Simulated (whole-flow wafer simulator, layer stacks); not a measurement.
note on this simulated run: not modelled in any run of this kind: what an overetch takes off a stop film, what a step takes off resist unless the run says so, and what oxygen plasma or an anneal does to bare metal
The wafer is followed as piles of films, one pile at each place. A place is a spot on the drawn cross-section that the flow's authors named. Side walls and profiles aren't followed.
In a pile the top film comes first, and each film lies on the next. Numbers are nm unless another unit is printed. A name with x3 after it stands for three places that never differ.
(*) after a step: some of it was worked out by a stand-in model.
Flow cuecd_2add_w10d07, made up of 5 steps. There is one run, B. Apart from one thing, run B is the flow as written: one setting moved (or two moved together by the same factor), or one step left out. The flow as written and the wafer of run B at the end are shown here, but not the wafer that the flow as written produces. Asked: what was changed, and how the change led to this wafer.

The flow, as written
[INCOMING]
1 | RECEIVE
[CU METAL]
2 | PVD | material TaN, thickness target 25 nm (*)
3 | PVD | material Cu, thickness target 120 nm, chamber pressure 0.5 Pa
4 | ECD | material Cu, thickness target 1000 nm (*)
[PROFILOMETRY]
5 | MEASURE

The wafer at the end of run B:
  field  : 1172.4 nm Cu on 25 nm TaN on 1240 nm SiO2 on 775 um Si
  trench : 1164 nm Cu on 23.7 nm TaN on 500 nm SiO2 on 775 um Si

Cause: step 3, PVD: thickness target 172.4 nm was run, though the flow has thickness target 120 nm.

The path from the change to this, step by step:
  3 | PVD | material Cu, thickness target 120 nm, chamber pressure 0.5 Pa
      field: Cu gains 172.4 (new film) (as written it would have been: Cu gains 120 (new film))
      trench: Cu gains 164 (new film) (as written it would have been: Cu gains 114 (new film))
